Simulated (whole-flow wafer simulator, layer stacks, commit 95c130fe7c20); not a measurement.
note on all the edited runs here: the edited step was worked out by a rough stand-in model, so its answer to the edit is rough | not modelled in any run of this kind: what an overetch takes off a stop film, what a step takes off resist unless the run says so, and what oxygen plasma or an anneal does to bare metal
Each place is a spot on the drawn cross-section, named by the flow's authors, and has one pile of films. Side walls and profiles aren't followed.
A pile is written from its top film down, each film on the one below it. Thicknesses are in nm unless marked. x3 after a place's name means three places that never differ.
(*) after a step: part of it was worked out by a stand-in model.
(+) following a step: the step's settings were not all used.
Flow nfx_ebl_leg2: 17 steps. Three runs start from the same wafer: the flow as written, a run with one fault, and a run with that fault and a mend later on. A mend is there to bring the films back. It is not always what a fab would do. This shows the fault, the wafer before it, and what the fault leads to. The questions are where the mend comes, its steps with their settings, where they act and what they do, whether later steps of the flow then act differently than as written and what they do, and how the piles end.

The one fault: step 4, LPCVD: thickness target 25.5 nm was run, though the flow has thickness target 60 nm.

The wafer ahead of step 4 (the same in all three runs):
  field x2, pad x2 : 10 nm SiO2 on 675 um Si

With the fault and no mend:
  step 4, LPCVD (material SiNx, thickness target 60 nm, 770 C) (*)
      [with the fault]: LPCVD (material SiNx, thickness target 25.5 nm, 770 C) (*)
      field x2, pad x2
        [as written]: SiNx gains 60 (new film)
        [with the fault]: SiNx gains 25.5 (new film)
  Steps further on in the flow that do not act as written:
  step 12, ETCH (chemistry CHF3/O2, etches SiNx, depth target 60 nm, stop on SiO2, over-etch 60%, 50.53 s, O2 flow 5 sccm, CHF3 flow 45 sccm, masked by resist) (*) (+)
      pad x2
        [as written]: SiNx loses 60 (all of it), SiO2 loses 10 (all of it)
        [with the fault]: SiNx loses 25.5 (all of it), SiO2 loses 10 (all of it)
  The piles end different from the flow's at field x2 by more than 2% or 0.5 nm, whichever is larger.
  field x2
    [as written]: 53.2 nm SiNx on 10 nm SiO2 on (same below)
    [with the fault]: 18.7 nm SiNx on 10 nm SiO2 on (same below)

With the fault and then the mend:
  The mend follows step 5.
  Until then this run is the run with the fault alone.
  step 5a, LPCVD (material SiNx, thickness target 34.5 nm, 770 C) (*) (the flow's step 4 again, with other settings)
      field x2, pad x2
        SiNx gains 34.5
  None of the later steps of the flow acts differently than as written at any place that is followed.
  By the end, the piles equal the flow's at every place that both follow.
